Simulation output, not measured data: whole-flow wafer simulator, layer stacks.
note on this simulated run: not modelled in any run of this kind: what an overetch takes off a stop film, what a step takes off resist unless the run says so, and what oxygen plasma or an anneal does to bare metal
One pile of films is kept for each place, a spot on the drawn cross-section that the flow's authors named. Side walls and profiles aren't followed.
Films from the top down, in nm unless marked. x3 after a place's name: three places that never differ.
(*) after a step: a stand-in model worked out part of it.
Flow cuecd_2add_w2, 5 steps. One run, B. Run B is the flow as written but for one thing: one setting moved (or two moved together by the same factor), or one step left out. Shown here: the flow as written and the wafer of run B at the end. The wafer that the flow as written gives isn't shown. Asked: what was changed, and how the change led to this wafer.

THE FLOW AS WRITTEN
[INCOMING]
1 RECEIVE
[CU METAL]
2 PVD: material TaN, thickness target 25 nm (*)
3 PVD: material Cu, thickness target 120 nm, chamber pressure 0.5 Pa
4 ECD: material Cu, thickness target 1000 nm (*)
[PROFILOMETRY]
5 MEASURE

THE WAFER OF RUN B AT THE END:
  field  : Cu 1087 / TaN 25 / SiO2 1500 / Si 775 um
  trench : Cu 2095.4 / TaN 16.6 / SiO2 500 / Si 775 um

The cause: step 3, PVD: thickness target 87 nm was run, where the flow has thickness target 120 nm.

How the change led to this, step by step:
  3 PVD: material Cu, thickness target 120 nm, chamber pressure 0.5 Pa
      field: Cu +87 (new film) (as written it would be: Cu +120 (new film))
      trench: Cu +58.7 (new film) (as written it would be: Cu +80.8 (new film))
